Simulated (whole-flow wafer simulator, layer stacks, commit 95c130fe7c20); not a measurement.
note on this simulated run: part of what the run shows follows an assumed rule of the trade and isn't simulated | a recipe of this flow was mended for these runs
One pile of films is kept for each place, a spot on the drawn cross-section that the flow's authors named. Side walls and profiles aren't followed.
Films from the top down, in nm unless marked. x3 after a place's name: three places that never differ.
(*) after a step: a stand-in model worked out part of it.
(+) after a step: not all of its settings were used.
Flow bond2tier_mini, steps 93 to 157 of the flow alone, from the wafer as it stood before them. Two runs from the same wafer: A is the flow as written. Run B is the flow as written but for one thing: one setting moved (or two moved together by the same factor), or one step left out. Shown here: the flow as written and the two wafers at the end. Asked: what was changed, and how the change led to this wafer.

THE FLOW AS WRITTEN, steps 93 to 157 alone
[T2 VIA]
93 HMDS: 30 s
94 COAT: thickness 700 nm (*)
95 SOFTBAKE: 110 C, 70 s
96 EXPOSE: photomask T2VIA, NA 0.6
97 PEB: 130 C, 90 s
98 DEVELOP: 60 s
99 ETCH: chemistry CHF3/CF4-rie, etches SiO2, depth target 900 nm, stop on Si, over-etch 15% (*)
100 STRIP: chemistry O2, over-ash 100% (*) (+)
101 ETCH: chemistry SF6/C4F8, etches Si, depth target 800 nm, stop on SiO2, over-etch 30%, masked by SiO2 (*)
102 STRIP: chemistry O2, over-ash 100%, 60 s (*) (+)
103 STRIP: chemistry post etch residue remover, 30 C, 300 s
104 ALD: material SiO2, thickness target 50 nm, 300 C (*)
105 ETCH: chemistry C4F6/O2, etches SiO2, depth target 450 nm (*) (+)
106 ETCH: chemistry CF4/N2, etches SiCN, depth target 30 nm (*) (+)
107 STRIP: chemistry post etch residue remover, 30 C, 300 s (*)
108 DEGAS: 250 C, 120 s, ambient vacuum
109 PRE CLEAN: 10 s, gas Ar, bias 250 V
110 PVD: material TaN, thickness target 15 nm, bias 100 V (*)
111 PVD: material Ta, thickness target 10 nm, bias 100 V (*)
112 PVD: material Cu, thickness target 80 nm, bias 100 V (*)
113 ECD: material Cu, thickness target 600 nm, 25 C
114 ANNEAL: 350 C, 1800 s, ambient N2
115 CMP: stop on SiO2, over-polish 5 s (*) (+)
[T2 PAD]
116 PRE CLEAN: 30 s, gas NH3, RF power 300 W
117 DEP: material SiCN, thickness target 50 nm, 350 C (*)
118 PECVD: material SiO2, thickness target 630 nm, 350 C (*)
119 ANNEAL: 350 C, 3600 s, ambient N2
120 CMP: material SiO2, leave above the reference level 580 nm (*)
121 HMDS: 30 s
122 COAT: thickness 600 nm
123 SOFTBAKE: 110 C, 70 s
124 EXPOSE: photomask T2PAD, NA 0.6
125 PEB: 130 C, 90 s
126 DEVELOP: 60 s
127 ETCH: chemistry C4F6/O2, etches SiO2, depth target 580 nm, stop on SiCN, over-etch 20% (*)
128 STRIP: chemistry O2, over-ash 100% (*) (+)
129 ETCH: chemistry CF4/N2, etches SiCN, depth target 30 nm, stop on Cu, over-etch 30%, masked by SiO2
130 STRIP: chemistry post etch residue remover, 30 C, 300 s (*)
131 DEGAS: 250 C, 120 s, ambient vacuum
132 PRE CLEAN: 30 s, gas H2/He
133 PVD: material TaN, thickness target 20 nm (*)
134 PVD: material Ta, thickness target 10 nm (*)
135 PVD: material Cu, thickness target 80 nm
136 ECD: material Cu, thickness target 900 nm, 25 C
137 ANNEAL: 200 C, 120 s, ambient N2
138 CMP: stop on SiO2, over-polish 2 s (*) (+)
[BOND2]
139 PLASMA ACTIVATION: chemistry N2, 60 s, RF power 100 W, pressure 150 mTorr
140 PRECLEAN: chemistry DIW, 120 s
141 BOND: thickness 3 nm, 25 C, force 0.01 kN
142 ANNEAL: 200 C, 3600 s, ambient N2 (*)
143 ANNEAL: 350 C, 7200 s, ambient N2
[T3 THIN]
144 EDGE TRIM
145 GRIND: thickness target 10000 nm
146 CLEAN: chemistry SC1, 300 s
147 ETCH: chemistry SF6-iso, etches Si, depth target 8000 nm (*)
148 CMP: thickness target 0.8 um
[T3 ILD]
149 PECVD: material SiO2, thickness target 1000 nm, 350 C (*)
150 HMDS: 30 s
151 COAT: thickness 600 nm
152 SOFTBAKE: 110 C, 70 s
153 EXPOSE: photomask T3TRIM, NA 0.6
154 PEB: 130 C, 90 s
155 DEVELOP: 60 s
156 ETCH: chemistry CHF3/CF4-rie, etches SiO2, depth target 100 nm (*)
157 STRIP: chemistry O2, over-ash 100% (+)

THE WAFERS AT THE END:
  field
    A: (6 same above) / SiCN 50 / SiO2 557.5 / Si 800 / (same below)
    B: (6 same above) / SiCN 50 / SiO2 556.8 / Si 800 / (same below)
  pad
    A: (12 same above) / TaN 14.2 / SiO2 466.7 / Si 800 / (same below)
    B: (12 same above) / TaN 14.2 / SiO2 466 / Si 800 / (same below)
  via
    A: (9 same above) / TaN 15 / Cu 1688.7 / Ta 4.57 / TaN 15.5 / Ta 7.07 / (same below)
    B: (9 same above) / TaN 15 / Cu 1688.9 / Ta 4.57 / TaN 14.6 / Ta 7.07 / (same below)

The cause: step 109, PRE CLEAN: bias 338 V was run, where the flow has bias 250 V.

How the change led to this, step by step:
  109 PRE CLEAN: 10 s, gas Ar, bias 250 V
      field, pad: A SiO2 -3 | B SiO2 -3.71
      via: A TaN -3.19 | B TaN -4.08
